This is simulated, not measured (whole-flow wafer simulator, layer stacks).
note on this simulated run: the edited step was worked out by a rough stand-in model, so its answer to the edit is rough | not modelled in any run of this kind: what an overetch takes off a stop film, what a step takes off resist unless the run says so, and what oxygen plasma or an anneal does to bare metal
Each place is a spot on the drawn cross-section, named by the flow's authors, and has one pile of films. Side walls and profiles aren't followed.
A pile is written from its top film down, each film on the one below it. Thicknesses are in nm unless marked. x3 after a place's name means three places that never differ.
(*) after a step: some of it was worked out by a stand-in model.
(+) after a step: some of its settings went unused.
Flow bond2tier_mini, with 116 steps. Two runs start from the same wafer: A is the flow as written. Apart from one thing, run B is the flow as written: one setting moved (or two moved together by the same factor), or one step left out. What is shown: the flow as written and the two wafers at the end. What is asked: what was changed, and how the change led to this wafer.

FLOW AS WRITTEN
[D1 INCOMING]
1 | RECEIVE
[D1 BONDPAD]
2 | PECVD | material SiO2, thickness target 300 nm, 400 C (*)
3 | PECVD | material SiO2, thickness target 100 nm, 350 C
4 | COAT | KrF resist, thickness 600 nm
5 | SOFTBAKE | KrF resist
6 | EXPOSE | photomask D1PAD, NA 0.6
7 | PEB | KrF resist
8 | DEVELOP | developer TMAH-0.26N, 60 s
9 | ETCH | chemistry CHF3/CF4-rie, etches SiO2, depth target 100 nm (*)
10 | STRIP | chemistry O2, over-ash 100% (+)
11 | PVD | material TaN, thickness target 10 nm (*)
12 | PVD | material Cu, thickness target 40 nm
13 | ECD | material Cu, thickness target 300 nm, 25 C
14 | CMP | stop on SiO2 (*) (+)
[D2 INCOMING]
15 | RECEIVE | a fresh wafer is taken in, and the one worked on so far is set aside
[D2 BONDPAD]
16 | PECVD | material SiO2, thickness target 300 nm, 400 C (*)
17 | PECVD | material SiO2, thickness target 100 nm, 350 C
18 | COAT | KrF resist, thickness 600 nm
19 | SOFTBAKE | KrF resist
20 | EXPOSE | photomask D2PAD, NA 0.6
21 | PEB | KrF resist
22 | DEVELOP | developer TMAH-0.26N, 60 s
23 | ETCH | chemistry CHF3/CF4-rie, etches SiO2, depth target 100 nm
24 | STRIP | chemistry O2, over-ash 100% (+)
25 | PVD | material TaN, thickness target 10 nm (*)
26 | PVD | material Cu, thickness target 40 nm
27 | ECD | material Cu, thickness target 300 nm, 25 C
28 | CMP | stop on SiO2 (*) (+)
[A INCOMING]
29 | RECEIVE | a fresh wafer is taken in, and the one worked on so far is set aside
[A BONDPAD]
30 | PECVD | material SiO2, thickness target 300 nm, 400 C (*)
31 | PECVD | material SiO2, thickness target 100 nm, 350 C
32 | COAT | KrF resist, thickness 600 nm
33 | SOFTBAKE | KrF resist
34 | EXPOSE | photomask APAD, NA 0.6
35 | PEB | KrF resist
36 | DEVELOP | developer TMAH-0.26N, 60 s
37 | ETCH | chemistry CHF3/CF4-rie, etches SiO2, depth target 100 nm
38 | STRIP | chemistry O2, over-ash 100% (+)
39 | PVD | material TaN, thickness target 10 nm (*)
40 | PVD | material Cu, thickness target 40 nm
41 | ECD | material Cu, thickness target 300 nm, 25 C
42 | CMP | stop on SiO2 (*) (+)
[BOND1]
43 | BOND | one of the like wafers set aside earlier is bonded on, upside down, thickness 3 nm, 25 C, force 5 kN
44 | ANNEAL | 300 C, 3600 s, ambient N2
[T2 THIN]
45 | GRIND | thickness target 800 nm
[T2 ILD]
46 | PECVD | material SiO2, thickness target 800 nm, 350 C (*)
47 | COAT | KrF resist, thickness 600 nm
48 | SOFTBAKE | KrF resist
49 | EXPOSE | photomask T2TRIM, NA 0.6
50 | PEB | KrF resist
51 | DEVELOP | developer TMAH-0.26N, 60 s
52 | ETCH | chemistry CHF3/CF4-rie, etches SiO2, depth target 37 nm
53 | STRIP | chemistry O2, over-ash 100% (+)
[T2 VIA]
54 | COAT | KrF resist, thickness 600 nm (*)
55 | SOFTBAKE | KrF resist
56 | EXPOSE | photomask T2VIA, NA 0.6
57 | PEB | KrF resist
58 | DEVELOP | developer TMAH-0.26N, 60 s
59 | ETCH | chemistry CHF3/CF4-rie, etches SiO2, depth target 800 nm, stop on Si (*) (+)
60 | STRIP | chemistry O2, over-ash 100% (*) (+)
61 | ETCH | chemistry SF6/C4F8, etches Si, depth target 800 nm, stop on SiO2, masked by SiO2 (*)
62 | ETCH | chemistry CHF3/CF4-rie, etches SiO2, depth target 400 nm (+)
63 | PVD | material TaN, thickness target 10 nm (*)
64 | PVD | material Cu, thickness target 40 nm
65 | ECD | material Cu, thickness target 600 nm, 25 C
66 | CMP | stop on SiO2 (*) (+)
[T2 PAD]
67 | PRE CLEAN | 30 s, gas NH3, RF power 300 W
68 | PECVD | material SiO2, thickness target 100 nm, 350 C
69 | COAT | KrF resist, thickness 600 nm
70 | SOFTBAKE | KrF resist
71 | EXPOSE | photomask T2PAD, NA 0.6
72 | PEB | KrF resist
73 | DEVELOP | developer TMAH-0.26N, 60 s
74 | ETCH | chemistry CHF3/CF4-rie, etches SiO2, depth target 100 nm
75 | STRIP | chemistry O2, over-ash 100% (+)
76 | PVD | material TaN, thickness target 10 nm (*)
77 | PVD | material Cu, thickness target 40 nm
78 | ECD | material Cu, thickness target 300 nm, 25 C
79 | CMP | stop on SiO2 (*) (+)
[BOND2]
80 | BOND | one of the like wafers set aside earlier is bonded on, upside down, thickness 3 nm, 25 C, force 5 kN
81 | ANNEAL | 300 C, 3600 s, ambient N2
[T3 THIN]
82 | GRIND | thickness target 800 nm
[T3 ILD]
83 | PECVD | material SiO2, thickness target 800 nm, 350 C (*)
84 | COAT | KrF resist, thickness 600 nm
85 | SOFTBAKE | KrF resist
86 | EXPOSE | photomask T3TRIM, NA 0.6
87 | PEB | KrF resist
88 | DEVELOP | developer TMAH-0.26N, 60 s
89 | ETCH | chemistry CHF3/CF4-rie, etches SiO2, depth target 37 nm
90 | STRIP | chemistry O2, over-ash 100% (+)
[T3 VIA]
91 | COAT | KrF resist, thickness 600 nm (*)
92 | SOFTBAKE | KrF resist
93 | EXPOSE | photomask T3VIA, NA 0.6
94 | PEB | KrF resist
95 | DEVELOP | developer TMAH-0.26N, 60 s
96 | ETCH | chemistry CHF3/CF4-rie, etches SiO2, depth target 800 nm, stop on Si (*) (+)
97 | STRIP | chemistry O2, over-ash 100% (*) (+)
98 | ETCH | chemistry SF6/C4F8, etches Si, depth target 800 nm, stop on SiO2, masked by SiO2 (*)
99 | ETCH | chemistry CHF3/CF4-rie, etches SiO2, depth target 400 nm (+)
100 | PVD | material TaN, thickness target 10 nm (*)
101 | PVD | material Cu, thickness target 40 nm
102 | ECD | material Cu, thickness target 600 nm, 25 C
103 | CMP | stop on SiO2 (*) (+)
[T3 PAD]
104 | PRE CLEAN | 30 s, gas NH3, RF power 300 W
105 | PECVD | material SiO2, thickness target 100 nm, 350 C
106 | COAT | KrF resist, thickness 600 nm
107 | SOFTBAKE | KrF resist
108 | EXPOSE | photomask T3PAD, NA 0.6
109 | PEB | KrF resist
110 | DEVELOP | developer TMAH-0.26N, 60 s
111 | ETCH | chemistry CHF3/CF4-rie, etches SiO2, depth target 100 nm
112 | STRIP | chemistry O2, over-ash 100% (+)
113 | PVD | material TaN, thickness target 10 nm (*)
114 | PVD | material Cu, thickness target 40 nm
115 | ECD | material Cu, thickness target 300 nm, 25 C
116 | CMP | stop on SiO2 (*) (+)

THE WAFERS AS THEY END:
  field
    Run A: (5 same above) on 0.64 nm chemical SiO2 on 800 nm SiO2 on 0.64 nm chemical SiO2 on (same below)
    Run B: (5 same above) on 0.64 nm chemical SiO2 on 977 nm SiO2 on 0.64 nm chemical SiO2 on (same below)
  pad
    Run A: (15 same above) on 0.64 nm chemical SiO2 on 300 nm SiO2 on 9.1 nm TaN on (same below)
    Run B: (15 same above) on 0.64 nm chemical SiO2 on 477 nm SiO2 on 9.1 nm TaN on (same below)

Cause: step 2, PECVD: thickness target 477 nm was run, whereas the flow has thickness target 300 nm.
The wafer lets one read it off: pad has SiO2 477, and step 2 as written asks for 300 nm.

Step by step, how the change led to this:
  2 | PECVD | material SiO2, thickness target 300 nm, 400 C (*)
      field, pad, via: A SiO2 gains 300 (new film) | B SiO2 gains 477 (new film)
  43 | BOND | one of the like wafers set aside earlier is bonded on, upside down, thickness 3 nm, 25 C, force 5 kN
      field: A Si gains 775 um (new film), chemical SiO2 gains 0.64 (new film), SiO2 gains 400 | B Si gains 775 um (new film), chemical SiO2 gains 0.64 (new film), SiO2 gains 577
      pad: A Si gains 775 um (new film), chemical SiO2 gains 0.64 (new film), SiO2 gains 300 (new film), TaN gains 9.1 (new film), Cu gains 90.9 | B Si gains 775 um (new film), chemical SiO2 gains 0.64 (new film), SiO2 gains 477 (new film), TaN gains 9.1 (new film), Cu gains 90.9
      (also at 1 further place)
